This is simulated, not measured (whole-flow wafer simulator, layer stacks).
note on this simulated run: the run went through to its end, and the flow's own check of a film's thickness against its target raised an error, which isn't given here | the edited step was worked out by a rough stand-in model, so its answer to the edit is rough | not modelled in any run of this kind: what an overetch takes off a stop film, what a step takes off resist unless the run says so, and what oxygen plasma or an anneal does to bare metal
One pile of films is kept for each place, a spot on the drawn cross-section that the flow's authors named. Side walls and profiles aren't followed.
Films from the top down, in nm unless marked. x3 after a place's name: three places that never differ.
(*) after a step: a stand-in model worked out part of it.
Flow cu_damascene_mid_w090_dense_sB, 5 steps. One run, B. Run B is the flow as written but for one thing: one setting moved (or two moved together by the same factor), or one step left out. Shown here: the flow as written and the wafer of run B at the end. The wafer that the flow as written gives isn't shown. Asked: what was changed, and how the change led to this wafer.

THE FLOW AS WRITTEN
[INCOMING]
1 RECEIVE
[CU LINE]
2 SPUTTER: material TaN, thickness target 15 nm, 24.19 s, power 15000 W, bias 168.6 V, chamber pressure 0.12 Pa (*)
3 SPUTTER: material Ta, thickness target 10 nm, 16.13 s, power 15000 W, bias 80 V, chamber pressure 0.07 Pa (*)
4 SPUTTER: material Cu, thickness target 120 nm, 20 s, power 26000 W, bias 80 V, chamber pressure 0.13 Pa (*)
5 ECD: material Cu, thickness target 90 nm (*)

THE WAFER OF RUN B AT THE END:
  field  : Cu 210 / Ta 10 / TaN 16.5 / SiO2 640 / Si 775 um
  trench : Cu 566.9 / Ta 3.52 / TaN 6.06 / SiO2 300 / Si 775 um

The cause: step 2, SPUTTER: thickness target 16.5 nm was run, where the flow has thickness target 15 nm; step 2, SPUTTER: 26.61 s was run, where the flow has 24.19 s.
It can be read off the wafer: field has TaN 16.5, and step 2 as written asks for 15 nm.

How the change led to this, step by step:
  2 SPUTTER: material TaN, thickness target 15 nm, 24.19 s, power 15000 W, bias 168.6 V, chamber pressure 0.12 Pa (*)
      field: TaN +16.5 (new film) (as written it would be: TaN +15 (new film))
      trench: TaN +6.06 (new film) (as written it would be: TaN +5.51 (new film))
